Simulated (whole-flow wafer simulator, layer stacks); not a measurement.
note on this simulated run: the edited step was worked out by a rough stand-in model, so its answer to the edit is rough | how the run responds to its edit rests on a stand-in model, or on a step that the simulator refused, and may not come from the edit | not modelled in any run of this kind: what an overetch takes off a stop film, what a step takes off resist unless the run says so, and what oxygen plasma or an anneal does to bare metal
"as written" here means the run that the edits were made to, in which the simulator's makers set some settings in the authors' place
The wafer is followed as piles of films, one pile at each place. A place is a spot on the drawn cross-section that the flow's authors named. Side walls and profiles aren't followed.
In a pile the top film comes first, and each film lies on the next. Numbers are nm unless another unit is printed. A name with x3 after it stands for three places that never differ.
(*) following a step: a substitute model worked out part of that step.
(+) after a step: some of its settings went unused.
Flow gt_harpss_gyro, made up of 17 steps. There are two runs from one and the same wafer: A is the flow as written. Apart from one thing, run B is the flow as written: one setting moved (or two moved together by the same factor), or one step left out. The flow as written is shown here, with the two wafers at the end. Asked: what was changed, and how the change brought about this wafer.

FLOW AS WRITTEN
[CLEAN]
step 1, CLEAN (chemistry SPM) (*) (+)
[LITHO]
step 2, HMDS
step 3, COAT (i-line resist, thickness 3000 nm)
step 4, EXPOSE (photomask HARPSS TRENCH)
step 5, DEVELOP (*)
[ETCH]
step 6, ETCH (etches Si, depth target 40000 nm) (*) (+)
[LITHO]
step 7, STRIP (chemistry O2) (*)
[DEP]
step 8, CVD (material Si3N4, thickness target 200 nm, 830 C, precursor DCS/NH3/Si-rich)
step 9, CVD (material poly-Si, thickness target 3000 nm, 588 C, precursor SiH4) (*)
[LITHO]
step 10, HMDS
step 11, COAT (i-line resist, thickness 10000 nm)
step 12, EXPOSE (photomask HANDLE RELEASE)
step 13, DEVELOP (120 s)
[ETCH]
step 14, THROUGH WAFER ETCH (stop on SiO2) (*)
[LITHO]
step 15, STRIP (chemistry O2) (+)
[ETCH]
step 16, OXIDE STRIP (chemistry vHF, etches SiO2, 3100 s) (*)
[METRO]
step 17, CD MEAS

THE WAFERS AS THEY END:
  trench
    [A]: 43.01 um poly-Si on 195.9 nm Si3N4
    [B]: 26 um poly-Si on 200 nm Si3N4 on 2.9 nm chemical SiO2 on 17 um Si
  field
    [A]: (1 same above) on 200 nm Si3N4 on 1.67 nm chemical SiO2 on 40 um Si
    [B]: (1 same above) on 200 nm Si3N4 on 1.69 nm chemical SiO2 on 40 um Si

What caused this: step 6, ETCH: depth target 23000 nm was run, whereas the flow has depth target 40000 nm.

The path from the change to this, step by step:
  step 6, ETCH (etches Si, depth target 40000 nm) (*) (+)
      trench: A chemical SiO2 loses 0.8 (all of it), Si loses 40 um (all of it) | B chemical SiO2 loses 0.8 (all of it), Si loses 23 um
      field: A i-line resist loses 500 | B i-line resist loses 287.5
  step 7, STRIP (chemistry O2) (*)
      trench: A nothing | B chemical SiO2 gains 2.9 (new film), Si loses 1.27
      field: A i-line resist loses 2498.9 (all of it), chemical SiO2 gains 0.87, Si loses 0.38 | B i-line resist loses 2711.4 (all of it), chemical SiO2 gains 0.89, Si loses 0.39
  step 8, CVD (material Si3N4, thickness target 200 nm, 830 C, precursor DCS/NH3/Si-rich)
      trench: A Si3N4 gains 195.9 (new film) | B Si3N4 gains 200 (new film)
  step 9, CVD (material poly-Si, thickness target 3000 nm, 588 C, precursor SiH4) (*)
      trench: A poly-Si gains 43.01 um (new film) | B poly-Si gains 26 um (new film)
